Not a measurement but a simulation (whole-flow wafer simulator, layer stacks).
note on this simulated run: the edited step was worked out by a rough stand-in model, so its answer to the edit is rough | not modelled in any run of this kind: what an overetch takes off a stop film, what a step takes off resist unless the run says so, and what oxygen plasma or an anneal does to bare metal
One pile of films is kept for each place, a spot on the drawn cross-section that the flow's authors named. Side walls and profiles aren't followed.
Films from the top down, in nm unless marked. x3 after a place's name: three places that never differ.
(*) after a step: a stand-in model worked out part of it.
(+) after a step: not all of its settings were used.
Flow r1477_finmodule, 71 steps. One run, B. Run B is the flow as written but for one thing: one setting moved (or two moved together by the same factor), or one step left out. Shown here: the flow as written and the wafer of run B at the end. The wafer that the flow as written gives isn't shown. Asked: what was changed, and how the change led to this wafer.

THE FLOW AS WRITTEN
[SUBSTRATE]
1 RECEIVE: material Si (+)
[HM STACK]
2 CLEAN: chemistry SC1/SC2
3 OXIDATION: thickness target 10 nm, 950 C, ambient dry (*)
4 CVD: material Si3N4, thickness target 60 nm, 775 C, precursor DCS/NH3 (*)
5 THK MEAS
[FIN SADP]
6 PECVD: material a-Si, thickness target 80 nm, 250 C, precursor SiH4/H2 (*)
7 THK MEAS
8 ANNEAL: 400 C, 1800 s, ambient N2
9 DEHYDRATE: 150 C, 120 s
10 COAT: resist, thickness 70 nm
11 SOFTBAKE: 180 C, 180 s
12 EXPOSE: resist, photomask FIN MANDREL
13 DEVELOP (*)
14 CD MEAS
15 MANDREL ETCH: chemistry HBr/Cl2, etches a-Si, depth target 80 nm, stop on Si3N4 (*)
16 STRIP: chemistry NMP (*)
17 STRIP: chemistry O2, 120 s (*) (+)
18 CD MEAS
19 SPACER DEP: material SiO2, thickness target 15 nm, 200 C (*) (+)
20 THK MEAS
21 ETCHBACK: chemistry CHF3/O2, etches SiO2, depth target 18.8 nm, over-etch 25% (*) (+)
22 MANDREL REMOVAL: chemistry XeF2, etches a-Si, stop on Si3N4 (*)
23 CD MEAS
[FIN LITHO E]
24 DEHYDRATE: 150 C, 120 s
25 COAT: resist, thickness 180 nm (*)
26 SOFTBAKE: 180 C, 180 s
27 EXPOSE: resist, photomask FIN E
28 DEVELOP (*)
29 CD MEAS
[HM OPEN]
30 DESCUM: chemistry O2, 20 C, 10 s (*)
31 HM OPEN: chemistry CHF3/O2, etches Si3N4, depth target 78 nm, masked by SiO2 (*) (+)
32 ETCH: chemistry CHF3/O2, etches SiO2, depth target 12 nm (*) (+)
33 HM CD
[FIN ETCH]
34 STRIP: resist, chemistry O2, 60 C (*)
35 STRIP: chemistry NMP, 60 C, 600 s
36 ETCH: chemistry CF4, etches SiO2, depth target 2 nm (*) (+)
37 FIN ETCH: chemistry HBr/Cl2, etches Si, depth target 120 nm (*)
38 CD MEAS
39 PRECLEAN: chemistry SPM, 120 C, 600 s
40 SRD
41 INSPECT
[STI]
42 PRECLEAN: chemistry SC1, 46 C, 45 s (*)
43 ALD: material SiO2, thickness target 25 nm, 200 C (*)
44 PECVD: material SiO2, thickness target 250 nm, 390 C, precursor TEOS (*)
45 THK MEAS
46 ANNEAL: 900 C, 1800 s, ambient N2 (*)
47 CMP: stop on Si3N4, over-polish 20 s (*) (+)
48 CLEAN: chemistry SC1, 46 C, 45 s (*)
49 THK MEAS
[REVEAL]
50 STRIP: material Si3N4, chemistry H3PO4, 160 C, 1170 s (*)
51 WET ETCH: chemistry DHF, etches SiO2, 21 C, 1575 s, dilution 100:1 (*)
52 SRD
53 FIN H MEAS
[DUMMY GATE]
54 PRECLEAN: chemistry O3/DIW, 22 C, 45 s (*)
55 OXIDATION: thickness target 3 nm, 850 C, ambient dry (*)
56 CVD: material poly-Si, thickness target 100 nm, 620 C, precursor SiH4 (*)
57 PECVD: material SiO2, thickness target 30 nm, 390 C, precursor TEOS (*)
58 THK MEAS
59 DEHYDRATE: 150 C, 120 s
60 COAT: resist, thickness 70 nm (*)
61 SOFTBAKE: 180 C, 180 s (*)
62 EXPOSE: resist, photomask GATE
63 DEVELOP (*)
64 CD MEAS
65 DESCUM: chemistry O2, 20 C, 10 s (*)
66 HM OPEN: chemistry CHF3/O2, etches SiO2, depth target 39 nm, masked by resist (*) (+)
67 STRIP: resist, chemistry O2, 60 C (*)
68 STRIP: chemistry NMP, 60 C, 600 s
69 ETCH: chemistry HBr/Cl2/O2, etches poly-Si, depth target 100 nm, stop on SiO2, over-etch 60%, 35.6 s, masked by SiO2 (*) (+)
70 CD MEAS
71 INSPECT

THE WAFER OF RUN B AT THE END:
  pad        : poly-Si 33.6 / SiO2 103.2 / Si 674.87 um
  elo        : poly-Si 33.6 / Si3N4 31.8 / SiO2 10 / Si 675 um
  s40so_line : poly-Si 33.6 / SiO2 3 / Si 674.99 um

The cause: step 69, ETCH: depth target 40 nm was run, where the flow has depth target 100 nm; step 69, ETCH: 14.2 s was run, where the flow has 35.6 s.

How the change led to this, step by step:
  69 ETCH: chemistry HBr/Cl2/O2, etches poly-Si, depth target 100 nm, stop on SiO2, over-etch 60%, 35.6 s, masked by SiO2 (*) (+)
      pad, eso, e40so and 8 more: chemical SiO2 -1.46 (all of it), poly-Si -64 (as written it would be: chemical SiO2 -1.46 (all of it), poly-Si -97.6 (all of it), SiO2 -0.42)
      elo, e40lo, e100lo, e200lo: chemical SiO2 -1.46 (all of it), poly-Si -64 (as written it would be: chemical SiO2 -1.46 (all of it), poly-Si -97.6 (all of it), Si3N4 -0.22)
      (and at 21 more places)
